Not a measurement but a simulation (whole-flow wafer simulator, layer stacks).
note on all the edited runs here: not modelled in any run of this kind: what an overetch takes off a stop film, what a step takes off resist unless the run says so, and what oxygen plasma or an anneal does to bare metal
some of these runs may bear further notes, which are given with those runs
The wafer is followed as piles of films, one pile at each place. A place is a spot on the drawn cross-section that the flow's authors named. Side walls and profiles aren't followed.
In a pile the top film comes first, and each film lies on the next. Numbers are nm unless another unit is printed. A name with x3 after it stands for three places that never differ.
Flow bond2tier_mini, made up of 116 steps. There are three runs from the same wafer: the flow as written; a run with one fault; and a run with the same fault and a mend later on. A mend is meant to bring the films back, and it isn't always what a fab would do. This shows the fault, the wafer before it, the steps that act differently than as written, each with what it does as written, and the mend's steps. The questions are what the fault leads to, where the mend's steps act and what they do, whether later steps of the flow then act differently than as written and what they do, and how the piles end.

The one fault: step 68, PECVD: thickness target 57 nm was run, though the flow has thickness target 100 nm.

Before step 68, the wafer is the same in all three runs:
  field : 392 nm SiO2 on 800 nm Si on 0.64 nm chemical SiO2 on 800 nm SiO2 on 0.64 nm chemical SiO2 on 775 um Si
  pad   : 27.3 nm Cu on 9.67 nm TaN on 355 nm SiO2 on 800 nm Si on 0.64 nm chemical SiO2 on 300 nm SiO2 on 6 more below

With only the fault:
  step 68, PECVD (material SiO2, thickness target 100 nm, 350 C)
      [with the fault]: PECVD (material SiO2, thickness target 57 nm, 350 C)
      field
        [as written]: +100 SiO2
        [with the fault]: +57 SiO2
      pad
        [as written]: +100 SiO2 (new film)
        [with the fault]: +57 SiO2 (new film)
  Steps further on in the flow that do not act as written (not shown: 2 more steps that differ only slightly, by at most 2% or 0.5 nm, whichever is larger):
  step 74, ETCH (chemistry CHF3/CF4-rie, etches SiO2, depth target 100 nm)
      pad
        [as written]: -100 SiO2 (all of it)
        [with the fault]: -57 SiO2 (all of it), -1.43 Cu
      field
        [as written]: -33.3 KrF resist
        [with the fault]: -28.5 KrF resist
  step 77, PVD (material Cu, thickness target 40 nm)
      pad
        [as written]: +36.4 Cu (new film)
        [with the fault]: +37.9 Cu (new film)
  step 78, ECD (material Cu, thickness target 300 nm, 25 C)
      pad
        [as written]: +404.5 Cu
        [with the fault]: +361 Cu
  By the end, the piles at field, pad depart from the flow's by more than 2% or 0.5 nm, whichever is larger.
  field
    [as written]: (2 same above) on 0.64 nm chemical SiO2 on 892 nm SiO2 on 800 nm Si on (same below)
    [with the fault]: (2 same above) on 0.64 nm chemical SiO2 on 849 nm SiO2 on 800 nm Si on (same below)
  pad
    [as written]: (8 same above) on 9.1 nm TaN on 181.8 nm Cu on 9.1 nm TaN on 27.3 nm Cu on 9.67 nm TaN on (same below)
    [with the fault]: (8 same above) on 9.1 nm TaN on 139.8 nm Cu on 9.52 nm TaN on 25.9 nm Cu on 9.67 nm TaN on (same below)

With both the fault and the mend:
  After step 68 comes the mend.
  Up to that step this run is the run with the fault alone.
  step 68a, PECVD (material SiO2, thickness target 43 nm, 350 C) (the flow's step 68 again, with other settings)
      field, pad
        +43 SiO2
  Later steps of the flow that are run all act as written at every place that is followed.
  By the end, the piles equal the flow's at every place that both follow.
